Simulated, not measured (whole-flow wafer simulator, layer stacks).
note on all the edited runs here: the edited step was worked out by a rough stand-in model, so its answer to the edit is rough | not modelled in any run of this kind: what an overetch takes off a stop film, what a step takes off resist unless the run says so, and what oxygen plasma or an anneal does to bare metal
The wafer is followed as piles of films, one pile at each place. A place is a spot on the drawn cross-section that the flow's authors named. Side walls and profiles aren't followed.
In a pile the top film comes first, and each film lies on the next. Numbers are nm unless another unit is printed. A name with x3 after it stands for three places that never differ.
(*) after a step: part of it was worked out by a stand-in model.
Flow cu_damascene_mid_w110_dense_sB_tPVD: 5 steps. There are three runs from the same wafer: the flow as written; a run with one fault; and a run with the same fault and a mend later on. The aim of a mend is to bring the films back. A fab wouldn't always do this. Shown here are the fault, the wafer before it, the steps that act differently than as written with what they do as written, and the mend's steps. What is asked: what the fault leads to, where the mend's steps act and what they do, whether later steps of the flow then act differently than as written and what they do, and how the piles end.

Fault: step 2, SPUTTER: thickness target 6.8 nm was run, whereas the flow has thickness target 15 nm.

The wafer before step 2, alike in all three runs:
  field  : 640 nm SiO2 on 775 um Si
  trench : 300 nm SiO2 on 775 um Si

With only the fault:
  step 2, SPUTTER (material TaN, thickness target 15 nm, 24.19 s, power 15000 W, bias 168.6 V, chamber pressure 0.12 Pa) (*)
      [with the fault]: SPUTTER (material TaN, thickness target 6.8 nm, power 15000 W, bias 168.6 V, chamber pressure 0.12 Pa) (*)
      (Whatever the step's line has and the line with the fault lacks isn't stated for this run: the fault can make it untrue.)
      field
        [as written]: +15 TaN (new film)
        [with the fault]: +6.8 TaN (new film)
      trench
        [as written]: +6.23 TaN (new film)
        [with the fault]: +2.82 TaN (new film)
  Later steps of the flow that are run all act as written at every place that is followed, up to a difference of at most 2% or 0.5 nm, whichever is larger.
  At field, trench, the piles at the end differ from the flow's by more than 2% or 0.5 nm, whichever is larger.
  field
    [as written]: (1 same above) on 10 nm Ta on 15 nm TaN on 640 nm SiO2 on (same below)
    [with the fault]: (1 same above) on 10 nm Ta on 6.8 nm TaN on 640 nm SiO2 on (same below)
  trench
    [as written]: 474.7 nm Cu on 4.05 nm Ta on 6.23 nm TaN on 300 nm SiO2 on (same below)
    [with the fault]: 469.8 nm Cu on 4.15 nm Ta on 2.82 nm TaN on 300 nm SiO2 on (same below)

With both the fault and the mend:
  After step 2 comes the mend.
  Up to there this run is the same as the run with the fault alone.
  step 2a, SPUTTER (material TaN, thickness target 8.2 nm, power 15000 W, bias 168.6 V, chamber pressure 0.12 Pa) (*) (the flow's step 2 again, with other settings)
      field
        +8.2 TaN
      trench
        +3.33 TaN
  Later steps of the flow that are run all act as written at every place that is followed, up to a difference of at most 2% or 0.5 nm, whichever is larger.
  The piles end only slightly different from the flow's at the places that both follow, by no more than 2% or 0.5 nm, whichever is larger.
